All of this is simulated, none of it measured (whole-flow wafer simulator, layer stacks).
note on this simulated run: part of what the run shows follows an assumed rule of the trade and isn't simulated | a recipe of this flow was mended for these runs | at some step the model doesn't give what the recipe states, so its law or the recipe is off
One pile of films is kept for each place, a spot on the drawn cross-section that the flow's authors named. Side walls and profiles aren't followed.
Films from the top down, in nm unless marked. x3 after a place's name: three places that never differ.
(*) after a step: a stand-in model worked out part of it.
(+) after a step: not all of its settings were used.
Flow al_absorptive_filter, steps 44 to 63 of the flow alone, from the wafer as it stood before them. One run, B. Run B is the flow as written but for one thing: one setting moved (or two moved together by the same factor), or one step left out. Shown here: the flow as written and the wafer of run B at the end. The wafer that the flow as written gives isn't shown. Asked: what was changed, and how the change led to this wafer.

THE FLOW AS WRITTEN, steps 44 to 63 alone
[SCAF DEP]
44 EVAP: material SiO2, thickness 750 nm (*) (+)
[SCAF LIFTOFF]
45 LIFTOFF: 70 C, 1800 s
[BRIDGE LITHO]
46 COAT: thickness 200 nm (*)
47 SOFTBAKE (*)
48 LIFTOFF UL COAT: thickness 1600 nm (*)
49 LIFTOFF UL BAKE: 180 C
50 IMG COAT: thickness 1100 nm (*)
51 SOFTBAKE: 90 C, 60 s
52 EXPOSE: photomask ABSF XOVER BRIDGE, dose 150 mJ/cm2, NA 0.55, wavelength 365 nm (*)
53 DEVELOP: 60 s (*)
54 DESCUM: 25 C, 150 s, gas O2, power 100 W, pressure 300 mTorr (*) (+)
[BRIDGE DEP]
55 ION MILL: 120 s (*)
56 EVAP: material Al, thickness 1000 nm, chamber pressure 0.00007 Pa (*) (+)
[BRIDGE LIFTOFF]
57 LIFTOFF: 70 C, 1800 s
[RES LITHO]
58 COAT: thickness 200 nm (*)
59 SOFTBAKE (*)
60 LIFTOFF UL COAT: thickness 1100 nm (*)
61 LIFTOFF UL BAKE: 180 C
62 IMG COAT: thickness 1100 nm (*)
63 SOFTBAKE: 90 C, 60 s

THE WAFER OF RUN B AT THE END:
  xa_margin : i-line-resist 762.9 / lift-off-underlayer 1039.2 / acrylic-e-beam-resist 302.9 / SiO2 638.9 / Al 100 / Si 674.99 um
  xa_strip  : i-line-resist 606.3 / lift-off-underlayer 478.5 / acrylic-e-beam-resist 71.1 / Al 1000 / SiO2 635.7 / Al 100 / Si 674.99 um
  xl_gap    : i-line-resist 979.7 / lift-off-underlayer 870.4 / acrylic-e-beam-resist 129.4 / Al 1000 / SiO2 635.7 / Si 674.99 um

The cause: step 44, EVAP: thickness 660 nm was run, where the flow has thickness 750 nm.

How the change led to this, step by step:
  44 EVAP: material SiO2, thickness 750 nm (*) (+)
      gnd, pad_far, pad_near and 10 more: SiO2 +660 (new film) (as written it would be: SiO2 +750 (new film))
      xa_margin: SiO2 +638.9 (new film) (as written it would be: SiO2 +726 (new film))
  45 LIFTOFF: 70 C, 1800 s
      gnd, xa_field, xl_land, idc_field: SiO2 -660 (all of it), i-line-resist -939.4 (all of it), lift-off-underlayer -1100 (all of it), acrylic-e-beam-resist -200 (all of it) (as written it would be: SiO2 -750 (all of it), i-line-resist -939.4 (all of it), lift-off-underlayer -1100 (all of it), acrylic-e-beam-resist -200 (all of it))
      pad_far: SiO2 -660 (all of it), i-line-resist -937 (all of it), lift-off-underlayer -1092.7 (all of it), acrylic-e-beam-resist -198.5 (all of it) (as written it would be: SiO2 -750 (all of it), i-line-resist -937 (all of it), lift-off-underlayer -1092.7 (all of it), acrylic-e-beam-resist -198.5 (all of it))
      (and at 5 more places)
  46 COAT: thickness 200 nm (*)
      xa_margin: acrylic-e-beam-resist +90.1 (new film) (as written it would be: acrylic-e-beam-resist +87.1 (new film))
      xa_strip: acrylic-e-beam-resist +164 (new film) (as written it would be: acrylic-e-beam-resist +156.7 (new film))
      (and at 2 more places)
  48 LIFTOFF UL COAT: thickness 1600 nm (*)
      xa_margin: lift-off-underlayer +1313 (new film) (as written it would be: lift-off-underlayer +1268 (new film))
      xa_strip: lift-off-underlayer +1256.5 (new film) (as written it would be: lift-off-underlayer +1219 (new film))
      (and at 2 more places)
  50 IMG COAT: thickness 1100 nm (*)
      xa_strip: i-line-resist +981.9 (new film) (as written it would be: i-line-resist +962 (new film))
  53 DEVELOP: 60 s (*)
      xa_strip: i-line-resist -980.2 (all of it), lift-off-underlayer -1256.5 (all of it) (as written it would be: i-line-resist -960.1 (all of it), lift-off-underlayer -1219 (all of it))
      xl_gap: i-line-resist -1016.5 (all of it), lift-off-underlayer -1361.1 (all of it) (as written it would be: i-line-resist -1001.2 (all of it), lift-off-underlayer -1316.9 (all of it))
      (and at 1 more place)
  54 DESCUM: 25 C, 150 s, gas O2, power 100 W, pressure 300 mTorr (*) (+)
      xa_strip: acrylic-e-beam-resist -164 (all of it) (as written it would be: acrylic-e-beam-resist -156.7 (all of it))
      xl_gap: acrylic-e-beam-resist -105.4 (all of it) (as written it would be: acrylic-e-beam-resist -97.9 (all of it))
      (and at 1 more place)
  57 LIFTOFF: 70 C, 1800 s
      xa_margin: Al -1000 (all of it), i-line-resist -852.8 (all of it), lift-off-underlayer -1313 (all of it), acrylic-e-beam-resist -90.1 (all of it) (as written it would be: Al -1000 (all of it), i-line-resist -836.1 (all of it), lift-off-underlayer -1268 (all of it), acrylic-e-beam-resist -87.1 (all of it))
  58 COAT: thickness 200 nm (*)
      xa_margin: acrylic-e-beam-resist +302.9 (new film) (as written it would be: acrylic-e-beam-resist +288.1 (new film))
      xa_strip: acrylic-e-beam-resist +71.1 (new film) (as written it would be: acrylic-e-beam-resist +66.9 (new film))
      (and at 2 more places)
  60 LIFTOFF UL COAT: thickness 1100 nm (*)
      xa_strip: lift-off-underlayer +478.5 (new film) (as written it would be: lift-off-underlayer +459.8 (new film))
      xl_gap: lift-off-underlayer +870.4 (new film) (as written it would be: lift-off-underlayer +831.4 (new film))
      (and at 1 more place)
  62 IMG COAT: thickness 1100 nm (*)
      xa_margin: i-line-resist +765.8 (new film) (as written it would be: i-line-resist +741.1 (new film))
      xa_strip: i-line-resist +611 (new film) (as written it would be: i-line-resist +577.9 (new film))
      (and at 2 more places)
